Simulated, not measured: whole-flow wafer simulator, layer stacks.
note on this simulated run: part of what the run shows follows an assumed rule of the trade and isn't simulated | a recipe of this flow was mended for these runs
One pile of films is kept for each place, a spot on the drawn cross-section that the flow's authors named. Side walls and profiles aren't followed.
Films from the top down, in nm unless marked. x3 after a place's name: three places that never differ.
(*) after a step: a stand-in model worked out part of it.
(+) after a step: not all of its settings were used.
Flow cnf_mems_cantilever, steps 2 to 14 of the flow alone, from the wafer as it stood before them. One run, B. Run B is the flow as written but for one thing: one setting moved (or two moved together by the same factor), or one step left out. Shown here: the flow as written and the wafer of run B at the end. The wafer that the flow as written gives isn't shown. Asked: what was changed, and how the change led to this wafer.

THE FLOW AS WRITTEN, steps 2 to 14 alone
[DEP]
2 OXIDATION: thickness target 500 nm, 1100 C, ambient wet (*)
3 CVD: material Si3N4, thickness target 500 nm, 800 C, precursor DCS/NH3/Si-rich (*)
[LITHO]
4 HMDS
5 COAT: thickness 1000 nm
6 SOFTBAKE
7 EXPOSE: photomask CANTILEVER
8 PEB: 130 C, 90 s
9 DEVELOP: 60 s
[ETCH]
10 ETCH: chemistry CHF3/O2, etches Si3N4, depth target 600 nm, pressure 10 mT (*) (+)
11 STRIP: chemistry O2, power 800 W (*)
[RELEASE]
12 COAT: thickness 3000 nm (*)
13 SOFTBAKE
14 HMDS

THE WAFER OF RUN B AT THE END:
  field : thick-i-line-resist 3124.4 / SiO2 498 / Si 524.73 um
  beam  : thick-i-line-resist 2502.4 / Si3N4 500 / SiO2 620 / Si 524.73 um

The cause: step 2, OXIDATION: thickness target 620 nm was run, where the flow has thickness target 500 nm; step 10, ETCH: depth target 744 nm was run, where the flow has depth target 600 nm.
It can be read off the wafer: beam has SiO2 620, and step 2 as written asks for 500 nm.

How the change led to this, step by step:
  2 OXIDATION: thickness target 500 nm, 1100 C, ambient wet (*)
      field, beam: SiO2 +620 (new film), chemical SiO2 -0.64 (all of it), Si -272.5 (as written it would be: SiO2 +500 (new film), chemical SiO2 -0.64 (all of it), Si -219.7)
  10 ETCH: chemistry CHF3/O2, etches Si3N4, depth target 600 nm, pressure 10 mT (*) (+)
      field: Si3N4 -500 (all of it), SiO2 -122 (as written it would be: Si3N4 -500 (all of it), SiO2 -50)
      beam: KrF-resist -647 (as written it would be: KrF-resist -521.7)
  11 STRIP: chemistry O2, power 800 W (*)
      beam: KrF-resist -335.7 (all of it) (as written it would be: KrF-resist -460.9 (all of it))
  13 SOFTBAKE
      field: thick-i-line-resist +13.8 (as written it would be: thick-i-line-resist +11.9)
      beam: thick-i-line-resist -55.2 (as written it would be: thick-i-line-resist -47.6)
